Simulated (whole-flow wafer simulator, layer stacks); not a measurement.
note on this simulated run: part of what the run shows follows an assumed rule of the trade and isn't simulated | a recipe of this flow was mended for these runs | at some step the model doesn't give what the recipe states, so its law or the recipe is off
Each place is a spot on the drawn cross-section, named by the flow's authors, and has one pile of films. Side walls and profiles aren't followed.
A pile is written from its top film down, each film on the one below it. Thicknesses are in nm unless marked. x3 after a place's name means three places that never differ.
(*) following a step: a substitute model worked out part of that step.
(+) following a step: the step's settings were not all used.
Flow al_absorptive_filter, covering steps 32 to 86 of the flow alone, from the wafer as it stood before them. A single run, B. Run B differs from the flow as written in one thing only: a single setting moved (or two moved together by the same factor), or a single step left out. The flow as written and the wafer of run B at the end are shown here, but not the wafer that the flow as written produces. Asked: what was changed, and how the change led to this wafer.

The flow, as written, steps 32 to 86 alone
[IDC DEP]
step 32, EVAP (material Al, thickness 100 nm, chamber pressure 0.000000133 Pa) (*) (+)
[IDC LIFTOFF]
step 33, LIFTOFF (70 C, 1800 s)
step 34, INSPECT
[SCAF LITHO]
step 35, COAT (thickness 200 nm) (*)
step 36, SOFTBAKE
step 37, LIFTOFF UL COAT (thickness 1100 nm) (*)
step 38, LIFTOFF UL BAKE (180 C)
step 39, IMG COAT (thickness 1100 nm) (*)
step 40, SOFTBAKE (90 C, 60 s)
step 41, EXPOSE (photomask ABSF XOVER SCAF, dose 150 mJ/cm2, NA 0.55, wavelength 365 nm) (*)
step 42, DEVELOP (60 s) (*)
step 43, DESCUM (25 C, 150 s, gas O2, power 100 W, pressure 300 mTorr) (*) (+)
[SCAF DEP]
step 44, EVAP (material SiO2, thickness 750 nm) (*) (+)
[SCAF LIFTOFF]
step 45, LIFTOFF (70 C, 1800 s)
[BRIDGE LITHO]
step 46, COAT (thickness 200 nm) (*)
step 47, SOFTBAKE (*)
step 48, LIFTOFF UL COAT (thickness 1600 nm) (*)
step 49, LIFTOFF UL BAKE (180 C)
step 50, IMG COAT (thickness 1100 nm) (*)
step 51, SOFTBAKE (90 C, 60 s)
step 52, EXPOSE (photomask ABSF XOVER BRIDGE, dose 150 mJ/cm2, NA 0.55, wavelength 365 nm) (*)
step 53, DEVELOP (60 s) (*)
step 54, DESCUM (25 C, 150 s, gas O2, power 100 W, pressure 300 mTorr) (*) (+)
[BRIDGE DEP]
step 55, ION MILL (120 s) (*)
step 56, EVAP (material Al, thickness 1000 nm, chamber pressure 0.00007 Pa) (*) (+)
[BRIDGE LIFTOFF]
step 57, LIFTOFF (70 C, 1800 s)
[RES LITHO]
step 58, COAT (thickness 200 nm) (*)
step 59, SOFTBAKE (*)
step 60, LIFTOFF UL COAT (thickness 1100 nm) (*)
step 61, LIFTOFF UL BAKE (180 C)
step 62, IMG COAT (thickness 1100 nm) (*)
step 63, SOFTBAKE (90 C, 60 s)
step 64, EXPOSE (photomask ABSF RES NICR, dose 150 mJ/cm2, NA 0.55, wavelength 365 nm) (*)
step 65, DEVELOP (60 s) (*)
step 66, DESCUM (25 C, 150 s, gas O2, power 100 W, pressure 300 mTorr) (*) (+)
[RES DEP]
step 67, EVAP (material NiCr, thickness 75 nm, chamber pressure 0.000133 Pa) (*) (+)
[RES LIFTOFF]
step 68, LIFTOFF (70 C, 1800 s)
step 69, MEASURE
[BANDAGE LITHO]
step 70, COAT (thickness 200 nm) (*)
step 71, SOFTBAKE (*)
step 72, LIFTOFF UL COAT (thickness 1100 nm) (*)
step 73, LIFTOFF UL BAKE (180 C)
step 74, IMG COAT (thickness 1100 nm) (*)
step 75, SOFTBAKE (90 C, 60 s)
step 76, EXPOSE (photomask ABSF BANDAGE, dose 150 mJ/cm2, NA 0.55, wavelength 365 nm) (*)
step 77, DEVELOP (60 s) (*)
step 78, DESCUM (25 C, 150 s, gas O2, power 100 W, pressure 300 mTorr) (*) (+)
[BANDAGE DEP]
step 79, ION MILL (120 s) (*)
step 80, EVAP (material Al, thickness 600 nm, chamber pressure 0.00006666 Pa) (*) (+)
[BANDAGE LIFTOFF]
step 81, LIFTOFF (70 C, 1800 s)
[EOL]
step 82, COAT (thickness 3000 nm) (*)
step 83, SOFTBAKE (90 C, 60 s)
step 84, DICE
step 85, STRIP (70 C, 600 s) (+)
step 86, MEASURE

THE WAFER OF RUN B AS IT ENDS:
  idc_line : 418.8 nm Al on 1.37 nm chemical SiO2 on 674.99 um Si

The reason: step 32, EVAP: thickness 160 nm was run, while the flow as written has thickness 100 nm.

Step by step, how the change led to this:
  step 32, EVAP (material Al, thickness 100 nm, chamber pressure 0.000000133 Pa) (*) (+)
      gnd, pad_far, pad_near and 10 more: +160 Al (new film) (it would be, as written: +100 Al (new film))
      idc_line: +418.8 Al (new film) (it would be, as written: +100 Al (new film))
  step 33, LIFTOFF (70 C, 1800 s)
      gnd, xa_field, xa_margin, xa_strip, xl_land, idc_field, idc_space: -160 Al (all of it), -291 e-beam-resist (all of it) (it would be, as written: -100 Al (all of it), -291 e-beam-resist (all of it))
      pad_far: -160 Al (all of it), -287 e-beam-resist (all of it) (it would be, as written: -100 Al (all of it), -287 e-beam-resist (all of it))
      (also at 5 further places)
  step 35, COAT (thickness 200 nm) (*)
      idc_line: +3 acrylic-e-beam-resist (new film) (it would be, as written: +125.3 acrylic-e-beam-resist (new film))
      idc_space: +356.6 acrylic-e-beam-resist (new film) (it would be, as written: +228.2 acrylic-e-beam-resist (new film))
  step 37, LIFTOFF UL COAT (thickness 1100 nm) (*)
      idc_line: +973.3 lift-off-underlayer (new film) (it would be, as written: +1090 lift-off-underlayer (new film))
      idc_space: +1039.7 lift-off-underlayer (new film) (it would be, as written: +1087.8 lift-off-underlayer (new film))
  step 45, LIFTOFF (70 C, 1800 s)
      idc_line: -750 SiO2 (all of it), -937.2 i-line-resist (all of it), -973.3 lift-off-underlayer (all of it), -3 acrylic-e-beam-resist (all of it) (it would be, as written: -750 SiO2 (all of it), -939.2 i-line-resist (all of it), -1090 lift-off-underlayer (all of it), -125.3 acrylic-e-beam-resist (all of it))
      idc_space: -750 SiO2 (all of it), -936.8 i-line-resist (all of it), -1039.7 lift-off-underlayer (all of it), -356.6 acrylic-e-beam-resist (all of it) (it would be, as written: -750 SiO2 (all of it), -939.1 i-line-resist (all of it), -1087.8 lift-off-underlayer (all of it), -228.2 acrylic-e-beam-resist (all of it))
  step 46, COAT (thickness 200 nm) (*)
      idc_line: +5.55 acrylic-e-beam-resist (new film) (it would be, as written: +129.8 acrylic-e-beam-resist (new film))
      idc_space: +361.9 acrylic-e-beam-resist (new film) (it would be, as written: +229.8 acrylic-e-beam-resist (new film))
  step 48, LIFTOFF UL COAT (thickness 1600 nm) (*)
      idc_line: +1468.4 lift-off-underlayer (new film) (it would be, as written: +1586.1 lift-off-underlayer (new film))
      idc_space: +1531.6 lift-off-underlayer (new film) (it would be, as written: +1586.9 lift-off-underlayer (new film))
  step 57, LIFTOFF (70 C, 1800 s)
      idc_line: -1000 Al (all of it), -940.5 i-line-resist (all of it), -1468.4 lift-off-underlayer (all of it), -5.55 acrylic-e-beam-resist (all of it) (it would be, as written: -1000 Al (all of it), -941.5 i-line-resist (all of it), -1586.1 lift-off-underlayer (all of it), -129.8 acrylic-e-beam-resist (all of it))
      idc_space: -1000 Al (all of it), -940.6 i-line-resist (all of it), -1531.6 lift-off-underlayer (all of it), -361.9 acrylic-e-beam-resist (all of it) (it would be, as written: -1000 Al (all of it), -941.5 i-line-resist (all of it), -1586.9 lift-off-underlayer (all of it), -229.8 acrylic-e-beam-resist (all of it))
  step 58, COAT (thickness 200 nm) (*)
      idc_line: +5.55 acrylic-e-beam-resist (new film) (it would be, as written: +129.8 acrylic-e-beam-resist (new film))
      idc_space: +361.9 acrylic-e-beam-resist (new film) (it would be, as written: +229.8 acrylic-e-beam-resist (new film))
  step 60, LIFTOFF UL COAT (thickness 1100 nm) (*)
      idc_line: +973.3 lift-off-underlayer (new film) (it would be, as written: +1086.6 lift-off-underlayer (new film))
      idc_space: +1036.4 lift-off-underlayer (new film) (it would be, as written: +1087.4 lift-off-underlayer (new film))
  step 68, LIFTOFF (70 C, 1800 s)
      idc_line: -75 NiCr (all of it), -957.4 i-line-resist (all of it), -973.3 lift-off-underlayer (all of it), -5.55 acrylic-e-beam-resist (all of it) (it would be, as written: -75 NiCr (all of it), -959.8 i-line-resist (all of it), -1086.6 lift-off-underlayer (all of it), -129.8 acrylic-e-beam-resist (all of it))
      idc_space: -75 NiCr (all of it), -957.5 i-line-resist (all of it), -1036.4 lift-off-underlayer (all of it), -361.9 acrylic-e-beam-resist (all of it) (it would be, as written: -75 NiCr (all of it), -959.8 i-line-resist (all of it), -1087.4 lift-off-underlayer (all of it), -229.8 acrylic-e-beam-resist (all of it))
  step 70, COAT (thickness 200 nm) (*)
      idc_line: +5.55 acrylic-e-beam-resist (new film) (it would be, as written: +129.8 acrylic-e-beam-resist (new film))
      idc_space: +361.9 acrylic-e-beam-resist (new film) (it would be, as written: +229.8 acrylic-e-beam-resist (new film))
  step 72, LIFTOFF UL COAT (thickness 1100 nm) (*)
      idc_line: +973.3 lift-off-underlayer (new film) (it would be, as written: +1086.6 lift-off-underlayer (new film))
      idc_space: +1036.4 lift-off-underlayer (new film) (it would be, as written: +1087.4 lift-off-underlayer (new film))
  step 81, LIFTOFF (70 C, 1800 s)
      idc_line: -600 Al (all of it), -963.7 i-line-resist (all of it), -973.3 lift-off-underlayer (all of it), -5.55 acrylic-e-beam-resist (all of it) (it would be, as written: -600 Al (all of it), -966.1 i-line-resist (all of it), -1086.6 lift-off-underlayer (all of it), -129.8 acrylic-e-beam-resist (all of it))
      idc_space: -600 Al (all of it), -963.8 i-line-resist (all of it), -1036.4 lift-off-underlayer (all of it), -361.9 acrylic-e-beam-resist (all of it) (it would be, as written: -600 Al (all of it), -966.1 i-line-resist (all of it), -1087.4 lift-off-underlayer (all of it), -229.8 acrylic-e-beam-resist (all of it))
  step 82, COAT (thickness 3000 nm) (*)
      idc_line: +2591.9 i-line-resist (new film) (it would be, as written: +2901.8 i-line-resist (new film))
  step 83, SOFTBAKE (90 C, 60 s)
      idc_line: -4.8 i-line-resist (it would be, as written: -0.95 i-line-resist)
      idc_space: -4.78 i-line-resist (it would be, as written: -0.95 i-line-resist)
  step 85, STRIP (70 C, 600 s) (+)
      idc_line: -2587.1 i-line-resist (all of it) (it would be, as written: -2900.9 i-line-resist (all of it))
